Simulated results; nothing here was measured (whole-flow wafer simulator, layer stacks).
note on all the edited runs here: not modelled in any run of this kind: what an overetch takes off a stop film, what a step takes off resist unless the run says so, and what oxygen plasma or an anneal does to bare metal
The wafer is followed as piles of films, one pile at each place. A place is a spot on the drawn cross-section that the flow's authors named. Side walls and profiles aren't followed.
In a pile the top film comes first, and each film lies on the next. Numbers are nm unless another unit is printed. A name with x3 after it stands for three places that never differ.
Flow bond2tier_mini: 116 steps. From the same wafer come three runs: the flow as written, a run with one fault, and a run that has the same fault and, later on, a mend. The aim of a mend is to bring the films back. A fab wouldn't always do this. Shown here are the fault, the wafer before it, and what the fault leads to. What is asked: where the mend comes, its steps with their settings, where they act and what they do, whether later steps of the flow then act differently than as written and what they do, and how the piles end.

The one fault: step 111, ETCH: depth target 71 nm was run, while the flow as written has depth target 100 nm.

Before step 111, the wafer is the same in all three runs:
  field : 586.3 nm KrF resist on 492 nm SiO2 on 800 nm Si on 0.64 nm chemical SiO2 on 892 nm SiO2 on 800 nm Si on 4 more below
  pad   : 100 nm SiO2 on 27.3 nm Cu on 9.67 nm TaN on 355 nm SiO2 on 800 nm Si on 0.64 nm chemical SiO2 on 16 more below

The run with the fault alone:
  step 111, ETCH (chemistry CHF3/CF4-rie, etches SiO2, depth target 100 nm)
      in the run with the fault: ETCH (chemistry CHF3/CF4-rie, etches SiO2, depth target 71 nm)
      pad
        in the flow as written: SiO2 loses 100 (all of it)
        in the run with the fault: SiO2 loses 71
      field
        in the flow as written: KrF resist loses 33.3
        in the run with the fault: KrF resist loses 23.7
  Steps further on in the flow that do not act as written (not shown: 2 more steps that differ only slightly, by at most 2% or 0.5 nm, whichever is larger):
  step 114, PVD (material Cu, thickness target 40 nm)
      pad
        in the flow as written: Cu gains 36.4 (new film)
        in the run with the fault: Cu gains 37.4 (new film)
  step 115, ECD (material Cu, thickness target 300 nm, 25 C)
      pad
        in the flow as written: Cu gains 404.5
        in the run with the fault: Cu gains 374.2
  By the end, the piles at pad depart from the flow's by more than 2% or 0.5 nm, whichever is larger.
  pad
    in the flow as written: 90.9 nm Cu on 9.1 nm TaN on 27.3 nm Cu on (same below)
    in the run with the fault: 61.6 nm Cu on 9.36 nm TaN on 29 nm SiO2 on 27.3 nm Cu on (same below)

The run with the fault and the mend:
  After step 111 comes the mend.
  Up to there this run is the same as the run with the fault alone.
  step 111a, ETCH (chemistry CHF3/CF4-rie, etches SiO2, depth target 29 nm) (a further turn of the flow's step 111, with different settings)
      field
        KrF resist loses 9.67
      pad
        SiO2 loses 29 (all of it)
  None of the later steps of the flow acts differently than as written at any place that is followed.
  By the end, the piles equal the flow's at every place that both follow.
